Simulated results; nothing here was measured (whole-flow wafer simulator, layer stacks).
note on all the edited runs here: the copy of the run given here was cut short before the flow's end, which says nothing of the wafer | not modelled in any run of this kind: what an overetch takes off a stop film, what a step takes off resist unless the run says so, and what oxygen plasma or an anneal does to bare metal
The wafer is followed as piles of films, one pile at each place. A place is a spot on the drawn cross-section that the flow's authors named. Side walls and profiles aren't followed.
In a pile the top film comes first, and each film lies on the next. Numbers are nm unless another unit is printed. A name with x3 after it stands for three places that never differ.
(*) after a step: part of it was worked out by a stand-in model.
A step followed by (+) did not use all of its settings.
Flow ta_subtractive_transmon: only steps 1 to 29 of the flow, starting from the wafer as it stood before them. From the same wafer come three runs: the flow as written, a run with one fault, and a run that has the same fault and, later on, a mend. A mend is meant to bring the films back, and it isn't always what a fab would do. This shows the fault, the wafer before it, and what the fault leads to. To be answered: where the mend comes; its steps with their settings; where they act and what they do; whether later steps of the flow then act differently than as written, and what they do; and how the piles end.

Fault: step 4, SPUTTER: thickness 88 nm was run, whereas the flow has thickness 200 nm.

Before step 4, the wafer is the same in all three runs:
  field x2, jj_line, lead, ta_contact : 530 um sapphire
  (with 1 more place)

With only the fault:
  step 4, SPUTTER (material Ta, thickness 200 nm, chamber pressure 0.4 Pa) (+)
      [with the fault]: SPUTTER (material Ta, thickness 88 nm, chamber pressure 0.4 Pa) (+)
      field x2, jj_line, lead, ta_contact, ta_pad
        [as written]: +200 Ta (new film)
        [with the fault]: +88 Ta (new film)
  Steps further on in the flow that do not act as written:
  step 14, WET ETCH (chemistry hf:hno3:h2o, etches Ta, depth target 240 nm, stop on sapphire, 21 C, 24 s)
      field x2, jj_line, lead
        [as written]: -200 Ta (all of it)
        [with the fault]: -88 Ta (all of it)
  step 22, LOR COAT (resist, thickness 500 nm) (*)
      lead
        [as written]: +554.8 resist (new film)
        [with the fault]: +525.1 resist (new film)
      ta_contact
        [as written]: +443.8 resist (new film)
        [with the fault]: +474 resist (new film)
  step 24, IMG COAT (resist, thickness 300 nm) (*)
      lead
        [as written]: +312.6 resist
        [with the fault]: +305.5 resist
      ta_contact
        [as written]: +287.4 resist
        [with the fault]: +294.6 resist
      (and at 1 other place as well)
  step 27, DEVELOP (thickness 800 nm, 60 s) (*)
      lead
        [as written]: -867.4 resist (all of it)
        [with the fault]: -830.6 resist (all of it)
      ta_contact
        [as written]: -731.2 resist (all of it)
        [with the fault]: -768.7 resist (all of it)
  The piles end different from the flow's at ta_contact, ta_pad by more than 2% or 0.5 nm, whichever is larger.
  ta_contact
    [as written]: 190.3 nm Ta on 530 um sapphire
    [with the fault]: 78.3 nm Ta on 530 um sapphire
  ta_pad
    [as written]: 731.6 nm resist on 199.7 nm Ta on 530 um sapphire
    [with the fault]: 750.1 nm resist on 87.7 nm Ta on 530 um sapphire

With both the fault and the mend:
  After step 5 comes the mend.
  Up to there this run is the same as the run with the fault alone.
  step 5a, SPUTTER (material Ta, thickness 112 nm, chamber pressure 0.4 Pa) (+) (the flow's step 4 again, with other settings)
      field x2, jj_line, lead, ta_contact, ta_pad
        +112 Ta
  Later steps of the flow that are run all act as written at every place that is followed.
  At every place that both follow, the piles at the end match the flow's.
